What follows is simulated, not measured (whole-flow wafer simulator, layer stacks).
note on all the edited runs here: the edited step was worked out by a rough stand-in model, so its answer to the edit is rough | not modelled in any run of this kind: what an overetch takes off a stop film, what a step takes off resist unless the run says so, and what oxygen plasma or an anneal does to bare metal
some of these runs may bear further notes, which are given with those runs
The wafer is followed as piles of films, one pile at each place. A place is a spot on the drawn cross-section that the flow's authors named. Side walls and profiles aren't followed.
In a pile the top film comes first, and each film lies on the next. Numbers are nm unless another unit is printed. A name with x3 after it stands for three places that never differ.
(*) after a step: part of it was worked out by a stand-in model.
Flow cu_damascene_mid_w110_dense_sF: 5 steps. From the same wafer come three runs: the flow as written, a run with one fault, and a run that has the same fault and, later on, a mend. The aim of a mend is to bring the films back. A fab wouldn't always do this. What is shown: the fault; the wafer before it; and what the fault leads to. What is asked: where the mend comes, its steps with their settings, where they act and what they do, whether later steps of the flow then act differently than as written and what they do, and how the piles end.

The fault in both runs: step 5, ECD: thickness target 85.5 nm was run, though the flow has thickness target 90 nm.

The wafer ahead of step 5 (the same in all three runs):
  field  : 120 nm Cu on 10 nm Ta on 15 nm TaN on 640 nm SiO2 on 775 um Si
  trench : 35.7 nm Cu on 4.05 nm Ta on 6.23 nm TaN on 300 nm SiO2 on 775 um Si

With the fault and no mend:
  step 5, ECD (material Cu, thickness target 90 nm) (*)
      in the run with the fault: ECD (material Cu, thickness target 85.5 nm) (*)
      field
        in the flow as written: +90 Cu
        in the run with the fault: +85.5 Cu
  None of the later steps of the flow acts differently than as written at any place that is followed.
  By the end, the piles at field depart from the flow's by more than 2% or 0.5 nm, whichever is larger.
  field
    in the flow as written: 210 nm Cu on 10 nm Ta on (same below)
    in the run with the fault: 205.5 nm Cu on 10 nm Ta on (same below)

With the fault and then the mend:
  The mend follows step 5.
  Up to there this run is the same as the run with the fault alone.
  step 5a, ECD (material Cu, thickness target 4.5 nm) (the flow's step 5, run once more with other settings)
      field, trench
        +4.5 Cu
  None of the later steps of the flow acts differently than as written at any place that is followed.
  By the end, the piles equal the flow's at every place that both follow.
